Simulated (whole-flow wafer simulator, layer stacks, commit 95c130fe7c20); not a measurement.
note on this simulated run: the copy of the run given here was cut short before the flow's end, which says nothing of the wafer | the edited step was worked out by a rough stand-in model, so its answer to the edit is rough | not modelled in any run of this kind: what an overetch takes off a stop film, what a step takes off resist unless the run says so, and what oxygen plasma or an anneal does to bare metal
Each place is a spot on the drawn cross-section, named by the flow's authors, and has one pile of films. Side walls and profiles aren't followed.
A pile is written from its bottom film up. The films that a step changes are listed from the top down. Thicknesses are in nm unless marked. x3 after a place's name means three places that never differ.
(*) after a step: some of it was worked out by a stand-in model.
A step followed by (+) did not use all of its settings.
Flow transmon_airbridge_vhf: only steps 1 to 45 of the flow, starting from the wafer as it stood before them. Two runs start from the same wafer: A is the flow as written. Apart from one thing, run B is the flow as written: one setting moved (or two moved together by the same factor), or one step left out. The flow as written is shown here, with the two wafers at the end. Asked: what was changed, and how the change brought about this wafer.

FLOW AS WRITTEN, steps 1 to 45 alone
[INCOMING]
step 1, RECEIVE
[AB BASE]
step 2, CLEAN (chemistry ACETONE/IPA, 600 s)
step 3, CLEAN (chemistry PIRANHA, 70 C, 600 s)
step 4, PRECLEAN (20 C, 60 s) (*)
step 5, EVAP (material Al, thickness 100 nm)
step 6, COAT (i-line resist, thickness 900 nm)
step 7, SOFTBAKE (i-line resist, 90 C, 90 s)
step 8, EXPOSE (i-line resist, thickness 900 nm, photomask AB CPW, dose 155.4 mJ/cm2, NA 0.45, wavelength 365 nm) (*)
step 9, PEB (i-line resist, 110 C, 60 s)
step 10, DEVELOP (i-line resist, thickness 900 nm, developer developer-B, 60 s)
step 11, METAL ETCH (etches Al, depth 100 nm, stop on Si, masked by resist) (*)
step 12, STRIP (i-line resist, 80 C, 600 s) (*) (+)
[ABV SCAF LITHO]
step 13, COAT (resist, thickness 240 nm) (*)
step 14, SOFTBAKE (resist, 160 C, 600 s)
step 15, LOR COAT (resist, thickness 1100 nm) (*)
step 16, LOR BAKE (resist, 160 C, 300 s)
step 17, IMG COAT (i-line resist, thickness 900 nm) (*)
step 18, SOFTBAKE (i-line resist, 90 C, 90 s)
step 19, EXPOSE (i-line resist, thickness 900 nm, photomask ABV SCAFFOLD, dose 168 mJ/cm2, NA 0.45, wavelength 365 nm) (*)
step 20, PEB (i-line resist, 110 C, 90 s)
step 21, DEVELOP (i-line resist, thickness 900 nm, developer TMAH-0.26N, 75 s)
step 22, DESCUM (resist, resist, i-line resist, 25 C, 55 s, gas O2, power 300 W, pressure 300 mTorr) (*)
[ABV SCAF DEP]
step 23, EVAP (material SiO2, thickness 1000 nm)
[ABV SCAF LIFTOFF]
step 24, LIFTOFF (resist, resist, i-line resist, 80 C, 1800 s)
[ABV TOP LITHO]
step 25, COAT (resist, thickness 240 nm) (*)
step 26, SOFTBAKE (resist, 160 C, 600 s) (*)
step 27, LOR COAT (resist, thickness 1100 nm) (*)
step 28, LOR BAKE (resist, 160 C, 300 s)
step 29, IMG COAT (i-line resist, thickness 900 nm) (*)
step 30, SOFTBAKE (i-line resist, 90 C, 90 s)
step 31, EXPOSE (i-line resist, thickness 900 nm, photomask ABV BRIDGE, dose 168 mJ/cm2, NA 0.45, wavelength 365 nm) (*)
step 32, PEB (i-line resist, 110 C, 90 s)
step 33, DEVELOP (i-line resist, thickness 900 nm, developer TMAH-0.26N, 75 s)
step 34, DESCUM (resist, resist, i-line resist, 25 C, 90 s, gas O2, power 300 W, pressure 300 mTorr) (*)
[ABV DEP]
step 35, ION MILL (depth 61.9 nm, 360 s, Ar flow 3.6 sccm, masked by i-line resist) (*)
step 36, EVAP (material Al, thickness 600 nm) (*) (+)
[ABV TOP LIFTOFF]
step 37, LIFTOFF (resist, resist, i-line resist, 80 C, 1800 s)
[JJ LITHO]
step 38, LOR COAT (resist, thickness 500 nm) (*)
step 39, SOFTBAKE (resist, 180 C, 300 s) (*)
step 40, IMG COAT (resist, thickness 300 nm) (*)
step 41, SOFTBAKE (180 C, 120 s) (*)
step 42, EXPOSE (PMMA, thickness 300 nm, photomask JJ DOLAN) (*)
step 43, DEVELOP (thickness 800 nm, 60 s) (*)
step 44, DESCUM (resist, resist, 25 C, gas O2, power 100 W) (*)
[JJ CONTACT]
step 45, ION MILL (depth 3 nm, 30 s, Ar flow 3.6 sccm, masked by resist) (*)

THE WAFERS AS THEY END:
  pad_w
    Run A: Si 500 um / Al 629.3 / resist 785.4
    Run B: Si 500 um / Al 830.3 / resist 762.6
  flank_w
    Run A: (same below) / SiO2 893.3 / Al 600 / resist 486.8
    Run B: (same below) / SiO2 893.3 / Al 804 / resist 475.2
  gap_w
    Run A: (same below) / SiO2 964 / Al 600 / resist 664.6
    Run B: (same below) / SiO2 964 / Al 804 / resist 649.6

What caused this: step 36, EVAP: thickness 804 nm was run, though the flow has thickness 600 nm.
The wafer itself shows it: flank_w has Al 804, and step 36 as written asks for 600 nm.

The path from the change to this, step by step:
  step 36, EVAP (material Al, thickness 600 nm) (*) (+)
      field x3, jj_line, ground_far and 10 more: A +600 Al (new film) | B +804 Al (new film)
      pad_w, pad_e: A +591.2 Al | B +792.2 Al
  step 37, LIFTOFF (resist, resist, i-line resist, 80 C, 1800 s)
      field x3, jj_line, trace_open_s x2: A -600 Al (all of it), -600 i-line resist (all of it), -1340 resist (all of it) | B -804 Al (all of it), -600 i-line resist (all of it), -1340 resist (all of it)
      margin_s, margin_n: A -600 Al (all of it), -318.3 i-line resist (all of it), -992 resist (all of it) | B -804 Al (all of it), -318.3 i-line resist (all of it), -992 resist (all of it)
      (and at 1 other place as well)
  step 38, LOR COAT (resist, thickness 500 nm) (*)
      pad_w, pad_e: A +517 resist (new film) | B +502.4 resist (new film)
      margin_s, margin_n: A +445.3 resist (new film) | B +460.4 resist (new film)
      (and at 1 other place as well)
  step 40, IMG COAT (resist, thickness 300 nm) (*)
      pad_w, pad_e: A +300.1 resist | B +292 resist
      flank_w, flank_e: A +212.1 resist | B +205.5 resist
      (and at 4 other places as well)
